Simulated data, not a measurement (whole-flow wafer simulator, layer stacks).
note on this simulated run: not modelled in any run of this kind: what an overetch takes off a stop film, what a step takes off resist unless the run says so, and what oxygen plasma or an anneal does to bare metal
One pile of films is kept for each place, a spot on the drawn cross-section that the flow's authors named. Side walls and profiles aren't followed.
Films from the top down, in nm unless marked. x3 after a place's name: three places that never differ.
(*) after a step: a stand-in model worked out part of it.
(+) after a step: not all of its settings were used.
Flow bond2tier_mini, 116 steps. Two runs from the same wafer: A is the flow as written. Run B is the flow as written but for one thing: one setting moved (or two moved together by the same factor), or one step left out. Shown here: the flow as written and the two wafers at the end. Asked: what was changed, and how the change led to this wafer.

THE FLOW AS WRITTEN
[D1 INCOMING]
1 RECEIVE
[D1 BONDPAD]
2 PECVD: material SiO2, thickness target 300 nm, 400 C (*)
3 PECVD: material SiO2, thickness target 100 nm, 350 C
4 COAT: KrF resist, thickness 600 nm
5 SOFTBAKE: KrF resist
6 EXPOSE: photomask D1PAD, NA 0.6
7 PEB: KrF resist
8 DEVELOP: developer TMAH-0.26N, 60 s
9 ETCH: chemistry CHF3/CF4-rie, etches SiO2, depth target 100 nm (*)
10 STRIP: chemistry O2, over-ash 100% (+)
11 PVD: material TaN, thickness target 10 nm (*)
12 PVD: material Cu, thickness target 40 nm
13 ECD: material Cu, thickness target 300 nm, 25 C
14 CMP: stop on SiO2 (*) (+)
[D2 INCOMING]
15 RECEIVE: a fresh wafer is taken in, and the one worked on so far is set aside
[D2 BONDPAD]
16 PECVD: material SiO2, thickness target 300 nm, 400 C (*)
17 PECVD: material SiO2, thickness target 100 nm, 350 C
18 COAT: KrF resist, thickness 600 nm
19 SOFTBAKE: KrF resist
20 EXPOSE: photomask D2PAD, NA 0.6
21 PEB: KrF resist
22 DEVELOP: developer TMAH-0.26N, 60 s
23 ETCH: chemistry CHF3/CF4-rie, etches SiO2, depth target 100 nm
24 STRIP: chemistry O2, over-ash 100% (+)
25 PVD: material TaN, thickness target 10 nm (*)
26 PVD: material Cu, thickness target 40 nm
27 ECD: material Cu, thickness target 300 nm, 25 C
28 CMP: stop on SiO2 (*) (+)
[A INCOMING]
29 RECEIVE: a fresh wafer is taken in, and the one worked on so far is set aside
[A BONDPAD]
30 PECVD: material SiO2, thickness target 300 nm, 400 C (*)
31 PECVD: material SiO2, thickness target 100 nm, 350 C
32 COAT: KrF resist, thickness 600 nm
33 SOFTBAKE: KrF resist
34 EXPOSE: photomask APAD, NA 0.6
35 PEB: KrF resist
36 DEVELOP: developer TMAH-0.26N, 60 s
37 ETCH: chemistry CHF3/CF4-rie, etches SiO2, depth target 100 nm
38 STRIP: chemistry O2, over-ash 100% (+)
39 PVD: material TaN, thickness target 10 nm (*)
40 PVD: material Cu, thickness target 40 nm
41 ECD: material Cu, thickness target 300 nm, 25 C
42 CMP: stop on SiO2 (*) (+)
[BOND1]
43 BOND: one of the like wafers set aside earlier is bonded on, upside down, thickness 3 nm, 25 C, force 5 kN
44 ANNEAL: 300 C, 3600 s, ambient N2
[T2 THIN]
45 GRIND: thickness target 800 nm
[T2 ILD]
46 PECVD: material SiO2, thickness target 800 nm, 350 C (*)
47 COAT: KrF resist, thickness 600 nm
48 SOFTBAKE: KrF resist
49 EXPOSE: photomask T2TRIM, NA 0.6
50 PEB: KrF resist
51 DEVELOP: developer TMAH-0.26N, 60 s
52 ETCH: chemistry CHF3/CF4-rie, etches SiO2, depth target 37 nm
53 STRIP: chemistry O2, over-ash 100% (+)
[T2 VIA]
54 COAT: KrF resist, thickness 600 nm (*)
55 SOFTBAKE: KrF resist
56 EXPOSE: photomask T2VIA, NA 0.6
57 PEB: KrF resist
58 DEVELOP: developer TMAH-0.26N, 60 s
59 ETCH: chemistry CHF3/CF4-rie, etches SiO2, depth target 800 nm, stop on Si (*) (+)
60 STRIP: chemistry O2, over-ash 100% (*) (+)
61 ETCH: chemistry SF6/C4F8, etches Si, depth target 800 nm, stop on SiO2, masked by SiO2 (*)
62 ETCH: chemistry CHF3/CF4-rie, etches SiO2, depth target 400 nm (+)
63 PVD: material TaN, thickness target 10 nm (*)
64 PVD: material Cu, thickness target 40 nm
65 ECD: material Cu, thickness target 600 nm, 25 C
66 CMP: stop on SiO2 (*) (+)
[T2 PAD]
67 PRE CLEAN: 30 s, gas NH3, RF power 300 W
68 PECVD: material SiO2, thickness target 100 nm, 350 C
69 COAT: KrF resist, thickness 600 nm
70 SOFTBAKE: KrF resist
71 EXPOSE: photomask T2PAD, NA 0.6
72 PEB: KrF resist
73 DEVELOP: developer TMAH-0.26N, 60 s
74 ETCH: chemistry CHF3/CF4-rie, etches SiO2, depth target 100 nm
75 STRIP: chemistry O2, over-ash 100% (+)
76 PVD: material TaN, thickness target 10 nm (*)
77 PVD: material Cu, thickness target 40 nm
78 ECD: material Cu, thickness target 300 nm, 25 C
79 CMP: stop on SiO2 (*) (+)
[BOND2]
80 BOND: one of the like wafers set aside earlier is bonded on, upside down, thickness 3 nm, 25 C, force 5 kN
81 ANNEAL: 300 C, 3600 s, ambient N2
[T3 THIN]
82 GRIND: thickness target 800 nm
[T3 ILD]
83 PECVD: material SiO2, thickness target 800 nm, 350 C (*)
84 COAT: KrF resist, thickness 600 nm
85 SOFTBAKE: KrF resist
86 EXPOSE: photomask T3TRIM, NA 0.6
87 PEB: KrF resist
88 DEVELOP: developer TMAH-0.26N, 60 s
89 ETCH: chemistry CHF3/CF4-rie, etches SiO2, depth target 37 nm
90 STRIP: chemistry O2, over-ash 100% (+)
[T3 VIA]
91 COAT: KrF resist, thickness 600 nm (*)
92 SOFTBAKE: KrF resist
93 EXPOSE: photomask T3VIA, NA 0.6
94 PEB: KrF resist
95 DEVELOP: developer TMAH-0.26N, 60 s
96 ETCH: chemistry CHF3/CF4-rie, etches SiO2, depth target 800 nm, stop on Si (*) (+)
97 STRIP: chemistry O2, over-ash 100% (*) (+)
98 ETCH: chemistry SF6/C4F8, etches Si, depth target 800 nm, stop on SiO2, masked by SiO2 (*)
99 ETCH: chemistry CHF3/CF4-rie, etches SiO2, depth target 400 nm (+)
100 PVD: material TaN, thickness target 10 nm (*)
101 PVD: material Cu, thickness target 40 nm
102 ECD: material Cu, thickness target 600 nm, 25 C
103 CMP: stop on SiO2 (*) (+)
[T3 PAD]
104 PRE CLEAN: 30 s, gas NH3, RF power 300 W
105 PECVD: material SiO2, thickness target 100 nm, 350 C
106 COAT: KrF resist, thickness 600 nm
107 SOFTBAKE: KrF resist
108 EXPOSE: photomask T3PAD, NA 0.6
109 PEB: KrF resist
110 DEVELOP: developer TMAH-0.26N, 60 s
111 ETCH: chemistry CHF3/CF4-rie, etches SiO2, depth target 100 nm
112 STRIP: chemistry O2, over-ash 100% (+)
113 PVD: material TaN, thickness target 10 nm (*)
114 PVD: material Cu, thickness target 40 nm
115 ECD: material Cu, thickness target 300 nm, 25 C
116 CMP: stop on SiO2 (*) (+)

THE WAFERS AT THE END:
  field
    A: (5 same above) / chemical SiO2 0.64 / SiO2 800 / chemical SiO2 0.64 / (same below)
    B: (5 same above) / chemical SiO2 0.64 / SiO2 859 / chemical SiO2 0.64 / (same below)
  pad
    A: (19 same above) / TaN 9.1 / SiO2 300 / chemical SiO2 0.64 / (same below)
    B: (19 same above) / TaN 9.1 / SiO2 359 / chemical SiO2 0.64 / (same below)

The cause: step 31, PECVD: thickness target 159 nm was run, where the flow has thickness target 100 nm.

How the change led to this, step by step:
  31 PECVD: material SiO2, thickness target 100 nm, 350 C
      field, pad, via: A SiO2 +100 | B SiO2 +159
